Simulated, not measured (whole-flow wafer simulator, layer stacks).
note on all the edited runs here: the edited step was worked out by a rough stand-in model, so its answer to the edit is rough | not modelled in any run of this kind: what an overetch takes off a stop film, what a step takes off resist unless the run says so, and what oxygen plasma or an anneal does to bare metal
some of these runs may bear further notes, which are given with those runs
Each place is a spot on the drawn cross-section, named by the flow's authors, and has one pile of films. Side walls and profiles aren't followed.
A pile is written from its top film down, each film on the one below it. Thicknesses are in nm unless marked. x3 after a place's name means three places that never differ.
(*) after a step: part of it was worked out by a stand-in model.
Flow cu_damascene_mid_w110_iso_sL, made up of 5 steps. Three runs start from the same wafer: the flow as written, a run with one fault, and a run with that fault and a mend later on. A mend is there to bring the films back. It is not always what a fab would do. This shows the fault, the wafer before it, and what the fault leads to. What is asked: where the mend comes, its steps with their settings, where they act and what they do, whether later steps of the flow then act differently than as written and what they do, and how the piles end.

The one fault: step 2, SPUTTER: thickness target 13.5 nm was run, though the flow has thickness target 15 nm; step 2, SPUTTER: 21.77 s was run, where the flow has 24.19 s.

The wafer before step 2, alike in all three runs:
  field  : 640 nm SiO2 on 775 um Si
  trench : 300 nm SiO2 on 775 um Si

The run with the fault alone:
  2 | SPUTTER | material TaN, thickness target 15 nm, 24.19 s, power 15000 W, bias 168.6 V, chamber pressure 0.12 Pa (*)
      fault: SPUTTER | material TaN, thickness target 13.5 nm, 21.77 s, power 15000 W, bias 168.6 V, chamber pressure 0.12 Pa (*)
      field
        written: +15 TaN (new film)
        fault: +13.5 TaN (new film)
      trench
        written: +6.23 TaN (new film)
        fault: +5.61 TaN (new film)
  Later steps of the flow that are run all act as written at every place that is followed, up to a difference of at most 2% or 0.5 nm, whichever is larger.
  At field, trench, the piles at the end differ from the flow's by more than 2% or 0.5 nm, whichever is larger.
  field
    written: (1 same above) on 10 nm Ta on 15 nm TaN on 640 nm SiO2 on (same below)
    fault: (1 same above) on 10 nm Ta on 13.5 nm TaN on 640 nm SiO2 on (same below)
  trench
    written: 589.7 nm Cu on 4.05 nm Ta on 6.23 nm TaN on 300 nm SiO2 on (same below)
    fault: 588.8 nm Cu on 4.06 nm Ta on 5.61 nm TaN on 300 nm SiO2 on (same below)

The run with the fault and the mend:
  The mend follows step 2.
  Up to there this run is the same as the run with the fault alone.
  2a | SPUTTER | material TaN, thickness target 1.5 nm, 2.419 s, power 15000 W, bias 168.6 V, chamber pressure 0.12 Pa (*) (the flow's step 2 again, with other settings)
      field
        +1.5 TaN
      trench
        +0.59 TaN
  Later steps of the flow that are run all act as written at every place that is followed.
  When the end is reached, the piles differ only a little from the flow's at the places that both follow, at most by 2% or 0.5 nm, whichever is larger.
